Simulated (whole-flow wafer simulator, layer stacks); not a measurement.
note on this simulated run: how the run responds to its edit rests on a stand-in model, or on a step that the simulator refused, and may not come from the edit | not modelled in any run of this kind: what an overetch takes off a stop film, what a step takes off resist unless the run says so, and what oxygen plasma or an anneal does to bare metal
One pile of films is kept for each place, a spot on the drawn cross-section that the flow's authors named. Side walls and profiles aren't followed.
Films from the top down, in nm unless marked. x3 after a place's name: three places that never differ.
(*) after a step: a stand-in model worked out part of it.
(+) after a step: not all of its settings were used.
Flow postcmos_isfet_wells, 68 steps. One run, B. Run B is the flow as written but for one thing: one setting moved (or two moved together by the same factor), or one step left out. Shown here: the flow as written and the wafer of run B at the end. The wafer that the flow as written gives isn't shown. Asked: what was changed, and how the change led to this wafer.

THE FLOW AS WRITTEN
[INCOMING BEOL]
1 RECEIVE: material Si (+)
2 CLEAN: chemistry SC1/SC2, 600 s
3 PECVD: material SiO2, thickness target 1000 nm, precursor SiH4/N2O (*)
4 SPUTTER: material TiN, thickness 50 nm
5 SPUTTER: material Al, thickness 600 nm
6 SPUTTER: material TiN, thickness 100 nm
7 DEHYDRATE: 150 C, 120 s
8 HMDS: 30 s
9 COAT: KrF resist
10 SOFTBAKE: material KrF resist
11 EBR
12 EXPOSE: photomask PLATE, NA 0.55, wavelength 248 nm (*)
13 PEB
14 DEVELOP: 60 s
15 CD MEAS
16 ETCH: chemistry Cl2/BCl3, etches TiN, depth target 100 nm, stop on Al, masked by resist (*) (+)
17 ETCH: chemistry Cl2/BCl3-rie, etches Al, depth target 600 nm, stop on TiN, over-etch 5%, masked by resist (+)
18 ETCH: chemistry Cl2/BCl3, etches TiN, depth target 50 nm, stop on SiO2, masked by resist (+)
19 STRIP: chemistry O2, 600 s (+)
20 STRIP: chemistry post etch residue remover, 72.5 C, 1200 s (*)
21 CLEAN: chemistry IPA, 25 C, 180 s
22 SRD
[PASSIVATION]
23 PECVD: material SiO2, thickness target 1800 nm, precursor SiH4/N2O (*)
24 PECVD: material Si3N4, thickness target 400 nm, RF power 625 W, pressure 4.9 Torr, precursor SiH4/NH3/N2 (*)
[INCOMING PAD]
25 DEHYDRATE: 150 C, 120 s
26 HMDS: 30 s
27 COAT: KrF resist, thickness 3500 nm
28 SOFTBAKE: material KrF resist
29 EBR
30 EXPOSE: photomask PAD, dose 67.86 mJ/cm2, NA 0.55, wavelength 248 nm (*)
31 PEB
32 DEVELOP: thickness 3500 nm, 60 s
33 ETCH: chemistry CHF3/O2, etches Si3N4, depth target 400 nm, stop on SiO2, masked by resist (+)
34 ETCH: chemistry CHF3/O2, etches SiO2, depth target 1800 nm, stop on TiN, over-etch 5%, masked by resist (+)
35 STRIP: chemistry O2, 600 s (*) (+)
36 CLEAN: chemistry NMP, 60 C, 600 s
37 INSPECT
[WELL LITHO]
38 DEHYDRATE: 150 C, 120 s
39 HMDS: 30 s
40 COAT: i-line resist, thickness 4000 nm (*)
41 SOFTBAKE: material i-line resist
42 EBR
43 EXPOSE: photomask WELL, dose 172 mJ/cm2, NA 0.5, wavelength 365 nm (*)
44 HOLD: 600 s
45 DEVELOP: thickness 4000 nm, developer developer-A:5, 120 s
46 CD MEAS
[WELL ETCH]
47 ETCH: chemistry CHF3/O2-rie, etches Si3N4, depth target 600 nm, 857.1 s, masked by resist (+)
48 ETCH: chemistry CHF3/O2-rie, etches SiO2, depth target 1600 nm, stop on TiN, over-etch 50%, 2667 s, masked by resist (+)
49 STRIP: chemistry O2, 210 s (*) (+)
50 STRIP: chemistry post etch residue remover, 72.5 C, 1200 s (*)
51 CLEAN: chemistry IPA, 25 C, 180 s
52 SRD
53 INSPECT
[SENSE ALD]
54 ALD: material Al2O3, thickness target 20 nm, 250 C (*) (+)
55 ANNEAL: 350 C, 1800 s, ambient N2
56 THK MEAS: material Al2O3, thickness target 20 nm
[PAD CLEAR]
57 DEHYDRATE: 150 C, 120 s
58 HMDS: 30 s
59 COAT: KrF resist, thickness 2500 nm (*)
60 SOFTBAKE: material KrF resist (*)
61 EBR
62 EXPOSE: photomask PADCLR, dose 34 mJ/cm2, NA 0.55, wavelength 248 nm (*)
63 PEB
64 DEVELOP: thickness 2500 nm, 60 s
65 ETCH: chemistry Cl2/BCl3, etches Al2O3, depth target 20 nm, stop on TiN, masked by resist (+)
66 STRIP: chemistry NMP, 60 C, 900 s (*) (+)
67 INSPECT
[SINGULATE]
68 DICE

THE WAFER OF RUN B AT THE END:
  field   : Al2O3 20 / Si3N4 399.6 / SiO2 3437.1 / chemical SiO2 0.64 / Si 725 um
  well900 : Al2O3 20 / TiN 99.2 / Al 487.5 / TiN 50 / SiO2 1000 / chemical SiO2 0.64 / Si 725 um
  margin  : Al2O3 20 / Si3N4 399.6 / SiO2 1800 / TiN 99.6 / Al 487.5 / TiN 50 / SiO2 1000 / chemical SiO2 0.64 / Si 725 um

The cause: step 5, SPUTTER: thickness 487.5 nm was run, where the flow has thickness 600 nm.
It can be read off the wafer: well900 has Al 487.5, and step 5 as written asks for 600 nm.

How the change led to this, step by step:
  5 SPUTTER: material Al, thickness 600 nm
      field, margin, well900, well1300 x3, pad_rim, pad_clr, pad_open: Al +487.5 (new film) (as written it would be: Al +600 (new film))
  17 ETCH: chemistry Cl2/BCl3-rie, etches Al, depth target 600 nm, stop on TiN, over-etch 5%, masked by resist (+)
      margin, well900, well1300 x3, pad_rim, pad_clr, pad_open: KrF resist -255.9 (as written it would be: KrF resist -300)
      field: Al -487.5 (all of it) (as written it would be: Al -600 (all of it))
  19 STRIP: chemistry O2, 600 s (+)
      margin, well900, well1300 x3, pad_rim, pad_clr, pad_open: KrF resist -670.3 (all of it) (as written it would be: KrF resist -626.3 (all of it))
  23 PECVD: material SiO2, thickness target 1800 nm, precursor SiH4/N2O (*)
      field: SiO2 +2437.1 (as written it would be: SiO2 +1800 (new film), void +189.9 (new film), SiO2 +559.7)
